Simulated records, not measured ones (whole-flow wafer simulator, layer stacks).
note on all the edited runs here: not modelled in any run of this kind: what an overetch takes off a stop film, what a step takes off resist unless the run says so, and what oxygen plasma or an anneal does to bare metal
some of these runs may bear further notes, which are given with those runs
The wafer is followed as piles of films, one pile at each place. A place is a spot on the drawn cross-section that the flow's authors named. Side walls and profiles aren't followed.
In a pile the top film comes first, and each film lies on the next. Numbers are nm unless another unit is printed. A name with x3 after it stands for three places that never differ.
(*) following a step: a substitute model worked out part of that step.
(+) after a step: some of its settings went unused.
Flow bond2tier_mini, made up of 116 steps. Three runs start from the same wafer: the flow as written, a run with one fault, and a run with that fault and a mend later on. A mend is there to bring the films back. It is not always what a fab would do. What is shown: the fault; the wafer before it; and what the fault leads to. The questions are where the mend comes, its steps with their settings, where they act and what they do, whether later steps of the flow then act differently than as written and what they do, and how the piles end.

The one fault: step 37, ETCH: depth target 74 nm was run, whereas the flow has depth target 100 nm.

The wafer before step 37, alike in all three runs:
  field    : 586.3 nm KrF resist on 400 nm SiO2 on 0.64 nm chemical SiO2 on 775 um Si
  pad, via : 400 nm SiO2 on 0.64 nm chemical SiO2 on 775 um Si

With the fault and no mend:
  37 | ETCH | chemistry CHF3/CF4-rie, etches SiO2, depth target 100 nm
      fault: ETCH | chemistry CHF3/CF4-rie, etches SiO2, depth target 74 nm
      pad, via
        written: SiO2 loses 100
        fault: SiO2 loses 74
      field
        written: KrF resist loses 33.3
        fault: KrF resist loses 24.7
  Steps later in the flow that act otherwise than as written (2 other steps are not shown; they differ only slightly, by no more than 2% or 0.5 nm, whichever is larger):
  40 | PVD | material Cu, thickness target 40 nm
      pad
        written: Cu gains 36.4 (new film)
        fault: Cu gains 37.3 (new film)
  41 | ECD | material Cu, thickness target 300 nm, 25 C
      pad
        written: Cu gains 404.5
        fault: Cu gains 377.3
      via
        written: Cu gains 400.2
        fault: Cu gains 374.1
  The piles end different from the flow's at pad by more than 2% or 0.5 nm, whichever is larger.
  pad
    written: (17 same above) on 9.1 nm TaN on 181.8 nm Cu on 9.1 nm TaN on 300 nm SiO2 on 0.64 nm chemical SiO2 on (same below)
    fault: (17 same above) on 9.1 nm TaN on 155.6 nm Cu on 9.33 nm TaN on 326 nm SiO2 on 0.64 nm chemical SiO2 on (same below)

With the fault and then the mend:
  The mend stands after step 38.
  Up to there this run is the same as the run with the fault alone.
  38a | COAT | KrF resist, thickness 600 nm (*) (the flow's step 32, run once more)
      field
        KrF resist gains 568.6 (new film)
      pad
        KrF resist gains 632.7 (new film)
      via
        KrF resist gains 628.7 (new film)
  38b | SOFTBAKE | KrF resist (the flow's step 33, run once more)
      alters no film at any place that is followed
  38c | EXPOSE | photomask APAD, NA 0.6 (the flow's step 34, run once more)
      alters no film at any place that is followed
  38d | PEB | KrF resist (the flow's step 35, run once more)
      alters no film at any place that is followed
  38e | DEVELOP | developer TMAH-0.26N, 60 s (the flow's step 36, run once more)
      field
        KrF resist loses 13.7
      pad
        KrF resist loses 632.7 (all of it)
      via
        KrF resist loses 628.7 (all of it)
  38f | ETCH | chemistry CHF3/CF4-rie, etches SiO2, depth target 26 nm (the flow's step 37, run once more with other settings)
      pad, via
        SiO2 loses 26
      field
        KrF resist loses 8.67
  38g | STRIP | chemistry O2, over-ash 100% (+) (the flow's step 38, run once more)
      field
        KrF resist loses 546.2 (all of it)
  Every later step of the flow that is run acts as written at every place that is followed.
  By the end, the piles equal the flow's at every place that both follow.
